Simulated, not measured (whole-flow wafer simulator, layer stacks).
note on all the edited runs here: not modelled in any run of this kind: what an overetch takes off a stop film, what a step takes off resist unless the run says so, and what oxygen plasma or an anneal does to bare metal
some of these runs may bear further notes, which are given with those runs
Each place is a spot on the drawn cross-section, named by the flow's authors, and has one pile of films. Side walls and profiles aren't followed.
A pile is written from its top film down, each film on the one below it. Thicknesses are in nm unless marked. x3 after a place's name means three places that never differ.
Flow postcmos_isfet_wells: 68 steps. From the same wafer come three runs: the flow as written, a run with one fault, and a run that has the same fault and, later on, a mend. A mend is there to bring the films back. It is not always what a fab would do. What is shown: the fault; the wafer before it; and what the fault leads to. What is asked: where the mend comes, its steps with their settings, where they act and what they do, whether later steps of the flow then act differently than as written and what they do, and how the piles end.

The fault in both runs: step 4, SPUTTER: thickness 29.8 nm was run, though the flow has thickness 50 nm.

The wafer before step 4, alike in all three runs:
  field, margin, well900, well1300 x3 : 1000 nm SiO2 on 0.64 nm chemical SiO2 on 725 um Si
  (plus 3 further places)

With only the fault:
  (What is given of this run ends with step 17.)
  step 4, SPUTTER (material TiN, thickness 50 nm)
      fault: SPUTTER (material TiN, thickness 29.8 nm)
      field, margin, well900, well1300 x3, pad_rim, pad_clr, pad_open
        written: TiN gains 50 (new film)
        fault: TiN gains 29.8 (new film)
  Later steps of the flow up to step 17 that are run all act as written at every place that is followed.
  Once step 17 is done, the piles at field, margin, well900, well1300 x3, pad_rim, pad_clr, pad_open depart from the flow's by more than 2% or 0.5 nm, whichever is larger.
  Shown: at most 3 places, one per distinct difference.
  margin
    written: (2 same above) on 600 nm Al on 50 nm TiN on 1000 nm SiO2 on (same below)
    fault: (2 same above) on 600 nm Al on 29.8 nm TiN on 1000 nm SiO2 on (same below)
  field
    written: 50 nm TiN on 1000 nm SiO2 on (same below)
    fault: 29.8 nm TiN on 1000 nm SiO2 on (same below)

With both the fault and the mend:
  The mend stands after step 4.
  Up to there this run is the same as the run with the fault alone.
  step 4a, SPUTTER (material TiN, thickness 20.2 nm) (the flow's step 4, run once more with other settings)
      field, margin, well900, well1300 x3, pad_rim, pad_clr, pad_open
        TiN gains 20.2
  Later steps of the flow that are run all act as written at every place that is followed.
  At every place that both follow, the piles at the end match the flow's.
